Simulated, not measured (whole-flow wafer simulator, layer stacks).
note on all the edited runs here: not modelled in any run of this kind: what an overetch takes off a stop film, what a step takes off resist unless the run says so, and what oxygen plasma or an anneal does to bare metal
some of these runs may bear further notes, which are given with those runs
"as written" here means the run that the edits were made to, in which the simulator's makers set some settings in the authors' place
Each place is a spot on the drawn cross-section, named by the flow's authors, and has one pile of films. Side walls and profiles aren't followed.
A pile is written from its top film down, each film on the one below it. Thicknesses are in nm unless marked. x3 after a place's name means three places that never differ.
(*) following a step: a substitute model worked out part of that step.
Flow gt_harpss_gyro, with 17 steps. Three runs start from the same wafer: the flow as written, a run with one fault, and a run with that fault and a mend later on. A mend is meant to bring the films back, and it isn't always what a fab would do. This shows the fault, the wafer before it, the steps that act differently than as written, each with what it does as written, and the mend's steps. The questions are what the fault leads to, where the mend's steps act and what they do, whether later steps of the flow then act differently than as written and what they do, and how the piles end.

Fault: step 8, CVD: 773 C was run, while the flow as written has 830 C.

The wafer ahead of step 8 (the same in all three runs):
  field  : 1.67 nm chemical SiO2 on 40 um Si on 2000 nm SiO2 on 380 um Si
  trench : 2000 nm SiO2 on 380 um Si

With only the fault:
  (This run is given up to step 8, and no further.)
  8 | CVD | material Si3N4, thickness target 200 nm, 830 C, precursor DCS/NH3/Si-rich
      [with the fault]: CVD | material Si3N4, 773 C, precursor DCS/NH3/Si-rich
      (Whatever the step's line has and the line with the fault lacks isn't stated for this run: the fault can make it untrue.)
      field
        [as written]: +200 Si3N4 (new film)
        [with the fault]: +105.4 Si3N4 (new film)
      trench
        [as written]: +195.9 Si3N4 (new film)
        [with the fault]: +105.4 Si3N4 (new film)
  Once step 8 is done, the piles at field, trench depart from the flow's by more than 2% or 0.5 nm, whichever is larger.
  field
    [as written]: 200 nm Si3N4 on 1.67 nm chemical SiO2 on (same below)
    [with the fault]: 105.4 nm Si3N4 on 1.67 nm chemical SiO2 on (same below)
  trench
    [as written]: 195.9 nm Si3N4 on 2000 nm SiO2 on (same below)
    [with the fault]: 105.4 nm Si3N4 on 2000 nm SiO2 on (same below)

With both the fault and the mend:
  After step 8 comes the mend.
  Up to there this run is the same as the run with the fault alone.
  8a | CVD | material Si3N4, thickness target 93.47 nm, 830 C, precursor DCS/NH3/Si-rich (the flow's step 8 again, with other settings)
      field
        +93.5 Si3N4
      trench
        +91.3 Si3N4
  Later steps of the flow acting differently than as written:
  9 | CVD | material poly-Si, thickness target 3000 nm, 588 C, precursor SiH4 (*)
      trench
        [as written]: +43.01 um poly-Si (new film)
        [with the mend]: +43 um poly-Si (new film)
  The piles end only slightly different from the flow's at the places that both follow, by no more than 2% or 0.5 nm, whichever is larger.
